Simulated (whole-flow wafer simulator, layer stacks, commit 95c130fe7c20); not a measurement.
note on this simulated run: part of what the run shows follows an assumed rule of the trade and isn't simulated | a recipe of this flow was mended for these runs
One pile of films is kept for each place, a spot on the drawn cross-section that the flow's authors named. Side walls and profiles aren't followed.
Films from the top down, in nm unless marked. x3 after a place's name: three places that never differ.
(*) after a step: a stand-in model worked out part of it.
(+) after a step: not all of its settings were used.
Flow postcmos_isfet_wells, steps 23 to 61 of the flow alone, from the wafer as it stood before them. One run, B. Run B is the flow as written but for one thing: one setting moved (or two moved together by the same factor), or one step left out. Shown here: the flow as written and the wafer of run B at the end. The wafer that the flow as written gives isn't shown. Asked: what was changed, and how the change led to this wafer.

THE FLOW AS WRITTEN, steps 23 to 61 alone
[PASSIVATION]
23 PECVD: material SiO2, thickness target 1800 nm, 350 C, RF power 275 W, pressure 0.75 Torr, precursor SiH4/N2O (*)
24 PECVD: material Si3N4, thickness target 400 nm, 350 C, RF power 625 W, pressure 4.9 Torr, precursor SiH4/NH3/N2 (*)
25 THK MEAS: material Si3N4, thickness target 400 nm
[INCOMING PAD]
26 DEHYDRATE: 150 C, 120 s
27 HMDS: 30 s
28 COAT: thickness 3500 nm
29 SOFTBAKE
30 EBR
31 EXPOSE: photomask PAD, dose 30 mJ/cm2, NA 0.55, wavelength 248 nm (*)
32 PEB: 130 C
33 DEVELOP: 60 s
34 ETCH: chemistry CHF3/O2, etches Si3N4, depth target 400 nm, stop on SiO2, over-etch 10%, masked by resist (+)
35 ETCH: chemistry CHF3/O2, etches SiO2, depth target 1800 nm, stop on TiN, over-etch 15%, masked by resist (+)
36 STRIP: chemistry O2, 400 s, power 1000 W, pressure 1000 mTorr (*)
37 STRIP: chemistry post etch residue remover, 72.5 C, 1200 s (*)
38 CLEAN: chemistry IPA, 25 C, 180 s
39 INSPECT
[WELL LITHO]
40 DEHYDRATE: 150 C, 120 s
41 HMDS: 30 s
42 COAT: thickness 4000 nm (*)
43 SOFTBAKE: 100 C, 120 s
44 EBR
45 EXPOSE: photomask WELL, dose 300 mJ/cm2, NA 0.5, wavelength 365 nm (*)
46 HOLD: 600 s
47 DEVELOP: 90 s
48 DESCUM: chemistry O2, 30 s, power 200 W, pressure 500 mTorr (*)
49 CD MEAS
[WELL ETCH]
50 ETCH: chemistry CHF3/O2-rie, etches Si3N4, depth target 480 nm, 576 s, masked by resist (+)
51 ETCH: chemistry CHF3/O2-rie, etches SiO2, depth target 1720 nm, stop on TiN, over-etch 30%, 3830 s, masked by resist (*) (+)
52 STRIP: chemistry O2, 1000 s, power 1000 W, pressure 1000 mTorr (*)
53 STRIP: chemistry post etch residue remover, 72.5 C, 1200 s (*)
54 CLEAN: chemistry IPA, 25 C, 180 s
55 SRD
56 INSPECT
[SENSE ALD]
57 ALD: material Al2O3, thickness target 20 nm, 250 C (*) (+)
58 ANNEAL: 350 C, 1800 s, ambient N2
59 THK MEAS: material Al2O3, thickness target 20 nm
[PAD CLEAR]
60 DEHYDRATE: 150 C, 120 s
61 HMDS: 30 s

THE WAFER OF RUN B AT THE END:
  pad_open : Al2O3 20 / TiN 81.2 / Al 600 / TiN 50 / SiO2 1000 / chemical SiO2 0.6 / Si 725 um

The cause: step 34, ETCH: depth target 312 nm was run, where the flow has depth target 400 nm.

How the change led to this, step by step:
  34 ETCH: chemistry CHF3/O2, etches Si3N4, depth target 400 nm, stop on SiO2, over-etch 10%, masked by resist (+)
      pad_open: Si3N4 -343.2 (as written it would be: Si3N4 -400 (all of it), SiO2 -20)
      field, margin x2, well900 x4, pad_clr: thick-KrF-resist -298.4 (as written it would be: thick-KrF-resist -382.6)
  35 ETCH: chemistry CHF3/O2, etches SiO2, depth target 1800 nm, stop on TiN, over-etch 15%, masked by resist (+)
      pad_open: Si3N4 -56.8 (all of it), SiO2 -1800 (all of it), TiN -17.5 (as written it would be: SiO2 -1780 (all of it), TiN -24.2)
  36 STRIP: chemistry O2, 400 s, power 1000 W, pressure 1000 mTorr (*)
      field, margin x2, well900 x4, pad_clr: thick-KrF-resist -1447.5 (all of it) (as written it would be: thick-KrF-resist -1382.5 (all of it))
